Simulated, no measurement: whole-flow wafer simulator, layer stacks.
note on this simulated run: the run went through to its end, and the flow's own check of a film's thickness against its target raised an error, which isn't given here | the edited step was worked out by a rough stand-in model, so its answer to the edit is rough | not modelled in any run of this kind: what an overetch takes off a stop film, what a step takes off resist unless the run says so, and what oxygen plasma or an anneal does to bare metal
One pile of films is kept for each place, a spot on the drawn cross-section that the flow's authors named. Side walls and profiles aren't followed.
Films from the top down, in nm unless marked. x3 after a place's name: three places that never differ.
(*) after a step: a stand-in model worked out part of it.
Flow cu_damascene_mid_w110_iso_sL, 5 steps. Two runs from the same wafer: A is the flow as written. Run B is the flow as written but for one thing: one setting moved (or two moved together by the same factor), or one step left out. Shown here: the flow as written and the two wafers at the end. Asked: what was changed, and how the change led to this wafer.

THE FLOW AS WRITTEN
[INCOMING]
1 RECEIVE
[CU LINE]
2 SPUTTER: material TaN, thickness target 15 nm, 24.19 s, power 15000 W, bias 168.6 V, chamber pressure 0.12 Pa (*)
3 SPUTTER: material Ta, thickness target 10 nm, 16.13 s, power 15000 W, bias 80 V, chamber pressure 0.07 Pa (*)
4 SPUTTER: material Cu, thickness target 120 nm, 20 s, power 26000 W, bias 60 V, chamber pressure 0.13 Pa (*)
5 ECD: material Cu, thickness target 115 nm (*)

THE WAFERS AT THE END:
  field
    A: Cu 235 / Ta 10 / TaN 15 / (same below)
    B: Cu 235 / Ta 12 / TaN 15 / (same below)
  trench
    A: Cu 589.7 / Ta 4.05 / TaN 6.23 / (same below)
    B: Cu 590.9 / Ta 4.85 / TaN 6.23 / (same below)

The cause: step 3, SPUTTER: thickness target 12 nm was run, where the flow has thickness target 10 nm; step 3, SPUTTER: 19.36 s was run, where the flow has 16.13 s.
It can be read off the wafer: field has Ta 12, and step 3 as written asks for 10 nm.

How the change led to this, step by step:
  3 SPUTTER: material Ta, thickness target 10 nm, 16.13 s, power 15000 W, bias 80 V, chamber pressure 0.07 Pa (*)
      field: A Ta +10 (new film) | B Ta +12 (new film)
      trench: A Ta +4.05 (new film) | B Ta +4.85 (new film)
